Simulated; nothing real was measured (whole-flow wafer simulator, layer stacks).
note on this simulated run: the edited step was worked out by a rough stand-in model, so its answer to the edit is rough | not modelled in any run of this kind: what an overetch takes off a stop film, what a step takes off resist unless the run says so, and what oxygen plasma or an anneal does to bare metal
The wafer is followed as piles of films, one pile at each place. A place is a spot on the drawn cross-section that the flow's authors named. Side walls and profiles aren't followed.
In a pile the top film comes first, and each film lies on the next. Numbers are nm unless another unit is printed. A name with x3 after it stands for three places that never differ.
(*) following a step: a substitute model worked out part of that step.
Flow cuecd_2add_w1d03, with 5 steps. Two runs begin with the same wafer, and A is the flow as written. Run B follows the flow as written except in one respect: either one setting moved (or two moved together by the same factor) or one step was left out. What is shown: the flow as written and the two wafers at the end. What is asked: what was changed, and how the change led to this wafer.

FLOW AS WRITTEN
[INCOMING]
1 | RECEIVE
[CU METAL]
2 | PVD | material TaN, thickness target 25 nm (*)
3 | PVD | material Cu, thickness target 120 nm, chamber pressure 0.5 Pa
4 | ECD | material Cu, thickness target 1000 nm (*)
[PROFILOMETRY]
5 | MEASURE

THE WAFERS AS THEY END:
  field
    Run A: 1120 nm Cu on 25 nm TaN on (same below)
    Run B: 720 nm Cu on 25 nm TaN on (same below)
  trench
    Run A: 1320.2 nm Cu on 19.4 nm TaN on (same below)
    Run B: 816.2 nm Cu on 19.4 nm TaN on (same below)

The reason: step 4, ECD: thickness target 600 nm was run, though the flow has thickness target 1000 nm.

How this came from the change, step by step:
  4 | ECD | material Cu, thickness target 1000 nm (*)
      field: A Cu gains 1000 | B Cu gains 600
      trench: A Cu gains 1226.8 | B Cu gains 722.7
